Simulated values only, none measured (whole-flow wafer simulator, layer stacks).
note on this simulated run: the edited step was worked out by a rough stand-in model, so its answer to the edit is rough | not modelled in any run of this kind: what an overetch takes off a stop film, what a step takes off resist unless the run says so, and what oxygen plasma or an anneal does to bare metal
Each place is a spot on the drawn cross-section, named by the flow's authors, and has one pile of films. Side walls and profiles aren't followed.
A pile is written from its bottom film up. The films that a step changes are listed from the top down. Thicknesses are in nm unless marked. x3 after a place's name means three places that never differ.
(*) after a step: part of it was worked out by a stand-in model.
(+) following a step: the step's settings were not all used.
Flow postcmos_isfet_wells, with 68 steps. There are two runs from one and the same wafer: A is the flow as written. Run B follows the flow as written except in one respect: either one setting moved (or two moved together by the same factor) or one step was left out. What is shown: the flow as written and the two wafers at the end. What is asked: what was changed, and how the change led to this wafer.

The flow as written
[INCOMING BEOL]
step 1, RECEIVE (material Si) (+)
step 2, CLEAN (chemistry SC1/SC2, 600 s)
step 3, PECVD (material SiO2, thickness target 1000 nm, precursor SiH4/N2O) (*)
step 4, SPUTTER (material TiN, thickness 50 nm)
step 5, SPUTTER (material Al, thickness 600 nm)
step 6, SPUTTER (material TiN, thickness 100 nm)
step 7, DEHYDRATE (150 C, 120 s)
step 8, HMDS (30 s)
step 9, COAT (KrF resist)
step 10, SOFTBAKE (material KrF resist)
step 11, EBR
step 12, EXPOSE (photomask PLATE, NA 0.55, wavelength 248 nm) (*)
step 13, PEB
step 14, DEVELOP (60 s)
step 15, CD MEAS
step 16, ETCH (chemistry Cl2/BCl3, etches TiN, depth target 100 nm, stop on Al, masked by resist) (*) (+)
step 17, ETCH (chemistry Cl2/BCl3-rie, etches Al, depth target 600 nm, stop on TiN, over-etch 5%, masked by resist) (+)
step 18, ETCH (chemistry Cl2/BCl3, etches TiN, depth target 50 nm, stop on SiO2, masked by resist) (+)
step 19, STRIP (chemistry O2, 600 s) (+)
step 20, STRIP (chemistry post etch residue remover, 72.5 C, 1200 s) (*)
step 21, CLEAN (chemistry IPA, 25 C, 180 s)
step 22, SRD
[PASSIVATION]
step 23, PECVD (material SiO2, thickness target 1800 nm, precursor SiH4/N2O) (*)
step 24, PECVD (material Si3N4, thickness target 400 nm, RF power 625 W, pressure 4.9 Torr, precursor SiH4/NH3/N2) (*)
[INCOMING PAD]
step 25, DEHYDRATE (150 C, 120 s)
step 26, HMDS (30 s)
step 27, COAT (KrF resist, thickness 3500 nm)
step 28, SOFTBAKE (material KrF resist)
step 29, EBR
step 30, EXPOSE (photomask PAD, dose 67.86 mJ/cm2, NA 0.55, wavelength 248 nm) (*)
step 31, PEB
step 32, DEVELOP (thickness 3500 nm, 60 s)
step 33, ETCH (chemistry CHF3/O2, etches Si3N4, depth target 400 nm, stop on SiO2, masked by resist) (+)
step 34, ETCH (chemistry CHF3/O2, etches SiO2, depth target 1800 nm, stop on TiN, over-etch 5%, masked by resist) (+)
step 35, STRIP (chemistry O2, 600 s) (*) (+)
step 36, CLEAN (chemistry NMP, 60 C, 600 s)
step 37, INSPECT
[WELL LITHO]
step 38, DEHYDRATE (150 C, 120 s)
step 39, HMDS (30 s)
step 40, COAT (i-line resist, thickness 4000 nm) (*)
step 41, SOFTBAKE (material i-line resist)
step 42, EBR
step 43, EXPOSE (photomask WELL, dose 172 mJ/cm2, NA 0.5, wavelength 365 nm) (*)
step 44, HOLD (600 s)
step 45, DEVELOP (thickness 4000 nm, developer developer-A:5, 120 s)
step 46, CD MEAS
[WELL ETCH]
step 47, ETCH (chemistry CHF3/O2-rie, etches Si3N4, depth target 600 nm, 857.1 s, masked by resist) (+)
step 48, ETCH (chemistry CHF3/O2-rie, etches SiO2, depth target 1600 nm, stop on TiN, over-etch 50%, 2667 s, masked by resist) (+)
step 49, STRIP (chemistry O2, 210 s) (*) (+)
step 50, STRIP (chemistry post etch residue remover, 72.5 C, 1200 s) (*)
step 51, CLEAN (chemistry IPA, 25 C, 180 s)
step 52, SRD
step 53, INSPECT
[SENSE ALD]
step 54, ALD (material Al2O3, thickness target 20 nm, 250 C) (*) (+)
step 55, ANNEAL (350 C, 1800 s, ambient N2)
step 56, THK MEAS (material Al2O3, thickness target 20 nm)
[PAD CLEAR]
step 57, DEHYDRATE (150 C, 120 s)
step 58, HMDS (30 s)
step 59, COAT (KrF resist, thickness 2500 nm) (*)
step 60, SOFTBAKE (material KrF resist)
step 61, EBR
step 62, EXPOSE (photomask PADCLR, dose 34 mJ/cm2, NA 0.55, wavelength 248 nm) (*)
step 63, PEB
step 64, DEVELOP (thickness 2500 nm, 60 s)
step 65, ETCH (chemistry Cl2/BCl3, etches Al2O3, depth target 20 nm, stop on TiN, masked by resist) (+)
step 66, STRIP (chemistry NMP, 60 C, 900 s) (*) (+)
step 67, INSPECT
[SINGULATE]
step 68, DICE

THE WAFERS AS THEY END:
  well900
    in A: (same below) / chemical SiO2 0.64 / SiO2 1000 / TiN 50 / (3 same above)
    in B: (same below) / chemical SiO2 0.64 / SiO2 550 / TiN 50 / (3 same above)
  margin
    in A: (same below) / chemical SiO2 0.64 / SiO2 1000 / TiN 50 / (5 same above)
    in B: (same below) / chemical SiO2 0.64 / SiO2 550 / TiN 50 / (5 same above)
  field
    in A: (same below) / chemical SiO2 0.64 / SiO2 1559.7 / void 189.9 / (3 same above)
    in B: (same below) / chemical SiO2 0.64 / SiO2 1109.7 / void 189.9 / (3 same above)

The reason: step 3, PECVD: thickness target 550 nm was run, while the flow as written has thickness target 1000 nm.
The wafer lets one read it off: well900 has SiO2 550, and step 3 as written asks for 1000 nm.

How this came from the change, step by step:
  step 3, PECVD (material SiO2, thickness target 1000 nm, precursor SiH4/N2O) (*)
      field, margin, well900, well1300 x3, pad_rim, pad_clr, pad_open: A +1000 SiO2 (new film) | B +550 SiO2 (new film)
